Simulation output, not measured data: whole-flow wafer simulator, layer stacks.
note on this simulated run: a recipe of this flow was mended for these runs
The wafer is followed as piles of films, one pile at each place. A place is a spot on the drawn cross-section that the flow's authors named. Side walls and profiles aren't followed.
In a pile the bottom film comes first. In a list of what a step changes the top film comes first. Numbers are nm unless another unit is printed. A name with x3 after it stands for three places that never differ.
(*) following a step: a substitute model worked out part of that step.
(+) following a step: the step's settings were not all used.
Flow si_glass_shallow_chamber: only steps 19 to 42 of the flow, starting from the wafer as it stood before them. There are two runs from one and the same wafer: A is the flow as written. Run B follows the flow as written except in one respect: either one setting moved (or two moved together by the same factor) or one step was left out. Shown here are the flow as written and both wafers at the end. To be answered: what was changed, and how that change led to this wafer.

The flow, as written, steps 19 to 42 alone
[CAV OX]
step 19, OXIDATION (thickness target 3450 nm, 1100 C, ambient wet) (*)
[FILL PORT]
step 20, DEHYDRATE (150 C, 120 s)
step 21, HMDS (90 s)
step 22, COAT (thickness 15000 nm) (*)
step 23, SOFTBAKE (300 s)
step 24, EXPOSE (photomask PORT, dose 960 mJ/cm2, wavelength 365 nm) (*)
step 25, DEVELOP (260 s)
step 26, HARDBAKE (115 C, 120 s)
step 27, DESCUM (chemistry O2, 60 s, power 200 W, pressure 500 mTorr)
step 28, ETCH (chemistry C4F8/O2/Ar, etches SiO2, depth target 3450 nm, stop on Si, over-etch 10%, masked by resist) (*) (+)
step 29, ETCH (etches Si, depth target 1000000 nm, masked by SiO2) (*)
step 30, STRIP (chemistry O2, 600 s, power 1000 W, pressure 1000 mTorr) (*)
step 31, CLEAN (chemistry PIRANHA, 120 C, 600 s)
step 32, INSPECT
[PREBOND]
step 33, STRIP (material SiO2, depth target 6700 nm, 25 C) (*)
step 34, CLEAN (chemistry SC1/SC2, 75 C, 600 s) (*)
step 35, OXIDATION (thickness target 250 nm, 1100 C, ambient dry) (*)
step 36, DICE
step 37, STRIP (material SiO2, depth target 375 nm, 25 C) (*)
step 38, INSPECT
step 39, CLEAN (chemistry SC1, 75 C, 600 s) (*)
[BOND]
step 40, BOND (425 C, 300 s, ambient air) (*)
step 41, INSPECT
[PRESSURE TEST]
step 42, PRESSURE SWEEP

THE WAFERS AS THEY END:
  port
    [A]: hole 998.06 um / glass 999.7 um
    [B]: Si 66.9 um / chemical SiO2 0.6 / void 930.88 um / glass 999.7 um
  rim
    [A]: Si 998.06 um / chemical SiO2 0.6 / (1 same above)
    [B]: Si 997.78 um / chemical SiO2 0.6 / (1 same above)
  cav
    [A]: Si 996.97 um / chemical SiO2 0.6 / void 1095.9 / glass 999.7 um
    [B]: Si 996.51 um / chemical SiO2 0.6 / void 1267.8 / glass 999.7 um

The reason: step 19, OXIDATION: thickness target 4485 nm was run, though the flow has thickness target 3450 nm.

Step by step, how the change led to this:
  step 19, OXIDATION (thickness target 3450 nm, 1100 C, ambient wet) (*)
      rim, ramp, septum, ring: A +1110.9 SiO2, -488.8 Si | B +1755.3 SiO2, -772.3 Si
      cav, port: A +3450 SiO2 (new film), -0.6 chemical SiO2 (all of it), -1517.7 Si | B +4485 SiO2 (new film), -0.6 chemical SiO2 (all of it), -1973.1 Si
  step 22, COAT (thickness 15000 nm) (*)
      rim: A +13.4 um thick-i-line-resist (new film) | B +13.49 um thick-i-line-resist (new film)
      ramp: A +12.89 um thick-i-line-resist (new film) | B +13.01 um thick-i-line-resist (new film)
      (as well as at 3 more places)
  step 23, SOFTBAKE (300 s)
      rim: A -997 thick-i-line-resist | B -935.5 thick-i-line-resist
      ramp: A -487.1 thick-i-line-resist | B -454.8 thick-i-line-resist
      (as well as at 4 more places)
  step 25, DEVELOP (260 s)
      port: A -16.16 um thick-i-line-resist (all of it) | B -16.09 um thick-i-line-resist (all of it)
  step 28, ETCH (chemistry C4F8/O2/Ar, etches SiO2, depth target 3450 nm, stop on Si, over-etch 10%, masked by resist) (*) (+)
      port: A -3450 SiO2 (all of it), -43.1 Si | B -3795 SiO2
  step 29, ETCH (etches Si, depth target 1000000 nm, masked by SiO2) (*)
      port: A +997.05 um hole (new film), -997.05 um Si (all of it) | B -690 SiO2 (all of it), -929.61 um Si
      rim, ramp: A -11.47 um thick-i-line-resist (all of it), -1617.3 SiO2 | B -11.62 um thick-i-line-resist (all of it), -1537.5 SiO2
      (as well as at 2 more places)
  step 30, STRIP (chemistry O2, 600 s, power 1000 W, pressure 1000 mTorr) (*)
      port: A nothing | B +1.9 chemical SiO2 (new film), -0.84 Si
      cav: A -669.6 thick-i-line-resist (all of it) | B -603.1 thick-i-line-resist (all of it)
  step 33, STRIP (material SiO2, depth target 6700 nm, 25 C) (*)
      port: A nothing | B -1.9 chemical SiO2 (all of it)
      rim, ramp: A -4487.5 SiO2 (all of it) | B -5211.7 SiO2 (all of it)
      (as well as at 3 more places)
  step 34, CLEAN (chemistry SC1/SC2, 75 C, 600 s) (*)
      port: A nothing | B +0.6 chemical SiO2 (new film), -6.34 Si
  step 35, OXIDATION (thickness target 250 nm, 1100 C, ambient dry) (*)
      port: A nothing | B +250 SiO2 (new film), -0.6 chemical SiO2 (all of it), -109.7 Si
  step 37, STRIP (material SiO2, depth target 375 nm, 25 C) (*)
      port: A nothing | B -250 SiO2 (all of it)
  step 39, CLEAN (chemistry SC1, 75 C, 600 s) (*)
      port: A nothing | B +0.6 chemical SiO2 (new film), -6.34 Si
  step 40, BOND (425 C, 300 s, ambient air) (*)
      port: A +999.7 um glass (new film), +1017.3 hole | B +999.7 um glass (new film), +930.88 um void (new film)
      cav: A +999.7 um glass (new film), +1095.9 void (new film) | B +999.7 um glass (new film), +1267.8 void (new film)
